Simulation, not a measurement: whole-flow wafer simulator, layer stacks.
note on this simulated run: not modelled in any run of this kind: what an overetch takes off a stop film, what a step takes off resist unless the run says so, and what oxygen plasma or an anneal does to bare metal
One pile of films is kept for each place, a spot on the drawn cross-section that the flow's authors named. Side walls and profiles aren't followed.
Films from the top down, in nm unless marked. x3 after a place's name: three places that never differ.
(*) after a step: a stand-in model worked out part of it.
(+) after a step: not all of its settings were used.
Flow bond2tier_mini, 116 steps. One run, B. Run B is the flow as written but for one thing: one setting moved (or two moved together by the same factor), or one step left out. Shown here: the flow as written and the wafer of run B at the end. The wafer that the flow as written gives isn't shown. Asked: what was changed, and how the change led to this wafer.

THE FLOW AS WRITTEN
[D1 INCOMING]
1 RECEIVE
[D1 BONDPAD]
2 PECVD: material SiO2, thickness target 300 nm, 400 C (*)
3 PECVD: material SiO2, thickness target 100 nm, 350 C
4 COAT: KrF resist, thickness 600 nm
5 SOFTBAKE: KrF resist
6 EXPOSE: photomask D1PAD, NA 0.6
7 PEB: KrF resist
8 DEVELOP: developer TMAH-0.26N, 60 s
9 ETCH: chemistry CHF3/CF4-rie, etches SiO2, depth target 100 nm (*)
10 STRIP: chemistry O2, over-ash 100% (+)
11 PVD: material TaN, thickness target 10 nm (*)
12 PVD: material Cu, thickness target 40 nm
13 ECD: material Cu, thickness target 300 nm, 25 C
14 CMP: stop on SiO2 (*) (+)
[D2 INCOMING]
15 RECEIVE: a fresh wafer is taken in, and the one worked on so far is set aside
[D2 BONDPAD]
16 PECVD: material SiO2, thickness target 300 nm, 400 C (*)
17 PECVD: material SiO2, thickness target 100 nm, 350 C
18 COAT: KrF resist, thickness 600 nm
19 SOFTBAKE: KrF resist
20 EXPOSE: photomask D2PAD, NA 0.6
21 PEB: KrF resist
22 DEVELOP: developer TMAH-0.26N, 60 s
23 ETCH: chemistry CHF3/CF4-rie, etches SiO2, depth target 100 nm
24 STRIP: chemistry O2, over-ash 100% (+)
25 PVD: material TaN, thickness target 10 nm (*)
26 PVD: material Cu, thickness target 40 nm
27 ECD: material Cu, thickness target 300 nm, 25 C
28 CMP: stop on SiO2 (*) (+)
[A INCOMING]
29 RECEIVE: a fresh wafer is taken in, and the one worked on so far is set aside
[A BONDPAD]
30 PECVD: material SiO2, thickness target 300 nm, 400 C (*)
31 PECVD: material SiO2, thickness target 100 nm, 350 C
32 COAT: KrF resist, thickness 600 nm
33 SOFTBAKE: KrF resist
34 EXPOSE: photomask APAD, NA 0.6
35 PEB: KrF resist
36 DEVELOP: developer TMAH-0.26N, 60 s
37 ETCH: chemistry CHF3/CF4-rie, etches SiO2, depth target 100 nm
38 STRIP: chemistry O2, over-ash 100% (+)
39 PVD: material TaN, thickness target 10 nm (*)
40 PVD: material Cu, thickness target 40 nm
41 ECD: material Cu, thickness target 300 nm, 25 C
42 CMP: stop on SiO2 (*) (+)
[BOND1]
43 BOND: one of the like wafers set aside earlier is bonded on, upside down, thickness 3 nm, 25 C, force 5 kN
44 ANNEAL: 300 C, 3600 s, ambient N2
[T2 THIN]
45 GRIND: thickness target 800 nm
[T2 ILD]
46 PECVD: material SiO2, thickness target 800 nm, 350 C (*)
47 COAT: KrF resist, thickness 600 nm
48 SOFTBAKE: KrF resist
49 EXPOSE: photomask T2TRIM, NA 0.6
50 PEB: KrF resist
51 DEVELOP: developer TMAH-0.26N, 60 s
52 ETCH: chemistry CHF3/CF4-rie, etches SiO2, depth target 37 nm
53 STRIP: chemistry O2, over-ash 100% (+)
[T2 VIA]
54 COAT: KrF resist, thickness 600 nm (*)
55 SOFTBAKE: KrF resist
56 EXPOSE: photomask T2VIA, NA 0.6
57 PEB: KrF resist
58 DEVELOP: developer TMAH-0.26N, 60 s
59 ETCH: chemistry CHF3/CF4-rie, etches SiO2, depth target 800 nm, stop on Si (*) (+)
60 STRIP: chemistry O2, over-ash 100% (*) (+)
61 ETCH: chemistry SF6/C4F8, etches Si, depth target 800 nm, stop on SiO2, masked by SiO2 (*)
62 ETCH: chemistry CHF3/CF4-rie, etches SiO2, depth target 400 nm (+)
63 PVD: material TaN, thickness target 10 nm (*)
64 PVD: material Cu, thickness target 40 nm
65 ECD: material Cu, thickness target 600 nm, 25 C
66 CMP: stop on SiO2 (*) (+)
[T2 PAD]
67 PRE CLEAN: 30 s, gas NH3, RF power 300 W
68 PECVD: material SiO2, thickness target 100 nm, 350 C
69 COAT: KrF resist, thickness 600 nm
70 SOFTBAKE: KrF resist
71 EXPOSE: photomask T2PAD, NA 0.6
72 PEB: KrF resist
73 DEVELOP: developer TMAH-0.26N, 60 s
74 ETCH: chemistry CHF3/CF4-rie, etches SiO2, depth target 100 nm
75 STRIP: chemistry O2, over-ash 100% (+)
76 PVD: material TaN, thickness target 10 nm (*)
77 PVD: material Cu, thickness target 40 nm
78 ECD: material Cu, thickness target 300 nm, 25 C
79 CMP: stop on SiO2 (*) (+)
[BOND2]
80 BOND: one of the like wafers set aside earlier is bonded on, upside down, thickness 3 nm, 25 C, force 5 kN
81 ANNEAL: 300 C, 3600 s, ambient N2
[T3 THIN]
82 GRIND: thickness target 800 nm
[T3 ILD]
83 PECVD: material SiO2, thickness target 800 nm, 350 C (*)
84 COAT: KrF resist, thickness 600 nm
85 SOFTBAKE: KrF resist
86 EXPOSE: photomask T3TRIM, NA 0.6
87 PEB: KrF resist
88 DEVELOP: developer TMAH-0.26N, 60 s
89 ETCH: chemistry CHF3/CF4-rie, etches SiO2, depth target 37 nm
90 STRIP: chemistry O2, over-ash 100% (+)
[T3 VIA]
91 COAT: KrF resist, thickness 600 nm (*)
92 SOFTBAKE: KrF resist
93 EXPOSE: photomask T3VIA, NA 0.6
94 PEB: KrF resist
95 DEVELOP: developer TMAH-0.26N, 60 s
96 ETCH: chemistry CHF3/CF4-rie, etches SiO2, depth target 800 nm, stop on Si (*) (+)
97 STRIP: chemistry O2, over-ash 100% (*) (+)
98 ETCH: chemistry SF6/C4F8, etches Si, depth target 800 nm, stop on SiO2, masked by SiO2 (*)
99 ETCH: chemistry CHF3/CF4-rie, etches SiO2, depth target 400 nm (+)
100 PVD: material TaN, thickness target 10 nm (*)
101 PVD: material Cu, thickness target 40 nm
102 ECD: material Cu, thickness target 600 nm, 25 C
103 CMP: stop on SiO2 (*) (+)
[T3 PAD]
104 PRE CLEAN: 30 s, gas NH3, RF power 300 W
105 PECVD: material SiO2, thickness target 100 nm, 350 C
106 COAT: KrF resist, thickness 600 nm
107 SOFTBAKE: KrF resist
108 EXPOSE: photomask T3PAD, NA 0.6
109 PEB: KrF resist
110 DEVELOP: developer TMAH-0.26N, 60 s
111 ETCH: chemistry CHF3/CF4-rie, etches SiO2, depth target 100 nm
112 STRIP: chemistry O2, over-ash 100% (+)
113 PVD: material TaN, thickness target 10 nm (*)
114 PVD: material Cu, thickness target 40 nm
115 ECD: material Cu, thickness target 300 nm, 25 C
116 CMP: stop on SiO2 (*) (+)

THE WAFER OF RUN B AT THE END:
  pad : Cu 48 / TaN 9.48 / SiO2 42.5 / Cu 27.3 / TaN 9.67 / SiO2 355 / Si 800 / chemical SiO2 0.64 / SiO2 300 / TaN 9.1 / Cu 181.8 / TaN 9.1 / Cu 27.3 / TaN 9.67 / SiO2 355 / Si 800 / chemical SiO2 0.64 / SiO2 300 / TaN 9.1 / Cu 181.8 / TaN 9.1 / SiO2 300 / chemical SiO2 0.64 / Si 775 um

The cause: step 111, ETCH: depth target 57.5 nm was run, where the flow has depth target 100 nm.

How the change led to this, step by step:
  111 ETCH: chemistry CHF3/CF4-rie, etches SiO2, depth target 100 nm
      pad: SiO2 -57.5 (as written it would be: SiO2 -100 (all of it))
      field: KrF resist -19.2 (as written it would be: KrF resist -33.3)
  112 STRIP: chemistry O2, over-ash 100% (+)
      field: KrF resist -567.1 (all of it) (as written it would be: KrF resist -552.9 (all of it))
  114 PVD: material Cu, thickness target 40 nm
      pad: Cu +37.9 (new film) (as written it would be: Cu +36.4 (new film))
  115 ECD: material Cu, thickness target 300 nm, 25 C
      pad: Cu +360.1 (as written it would be: Cu +404.5)
Counting metal films that touch as one body, pad has 4 bodies (between them, from the top down: SiO2 42.5; SiO2 355 / Si 800 / chemical SiO2 0.64 / SiO2 300; SiO2 355 / Si 800 / chemical SiO2 0.64 / SiO2 300); the flow as written gives 3 bodies (between them, from the top down: SiO2 355 / Si 800 / chemical SiO2 0.64 / SiO2 300; SiO2 355 / Si 800 / chemical SiO2 0.64 / SiO2 300).
